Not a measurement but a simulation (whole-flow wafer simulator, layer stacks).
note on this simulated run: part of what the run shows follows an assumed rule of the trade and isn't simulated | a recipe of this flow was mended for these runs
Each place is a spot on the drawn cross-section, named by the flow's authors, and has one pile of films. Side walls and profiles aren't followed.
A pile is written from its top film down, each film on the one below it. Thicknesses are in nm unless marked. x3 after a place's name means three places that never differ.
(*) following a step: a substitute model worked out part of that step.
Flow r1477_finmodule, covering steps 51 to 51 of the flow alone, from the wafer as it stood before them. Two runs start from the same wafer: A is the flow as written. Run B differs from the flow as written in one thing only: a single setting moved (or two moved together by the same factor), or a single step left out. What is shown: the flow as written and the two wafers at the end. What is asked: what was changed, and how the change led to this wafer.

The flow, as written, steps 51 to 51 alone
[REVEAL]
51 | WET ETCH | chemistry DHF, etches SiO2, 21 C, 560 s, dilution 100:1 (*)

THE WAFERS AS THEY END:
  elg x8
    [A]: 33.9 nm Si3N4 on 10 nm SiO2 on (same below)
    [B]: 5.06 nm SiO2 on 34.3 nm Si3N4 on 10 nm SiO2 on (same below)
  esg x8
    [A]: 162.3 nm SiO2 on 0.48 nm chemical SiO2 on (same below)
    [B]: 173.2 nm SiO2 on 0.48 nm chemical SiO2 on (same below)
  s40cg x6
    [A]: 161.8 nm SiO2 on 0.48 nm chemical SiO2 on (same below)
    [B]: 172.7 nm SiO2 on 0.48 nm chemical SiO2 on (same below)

What caused this: step 51, WET ETCH: 343 s was run, while the flow as written has 560 s.

How this came from the change, step by step:
  51 | WET ETCH | chemistry DHF, etches SiO2, 21 C, 560 s, dilution 100:1 (*)
      elg x8: A -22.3 SiO2 (all of it), -0.41 Si3N4 | B -17.2 SiO2
      esg x8, s40cg x6, s40sg x6: A -28.1 SiO2 | B -17.2 SiO2
      (as well as at 8 more places)
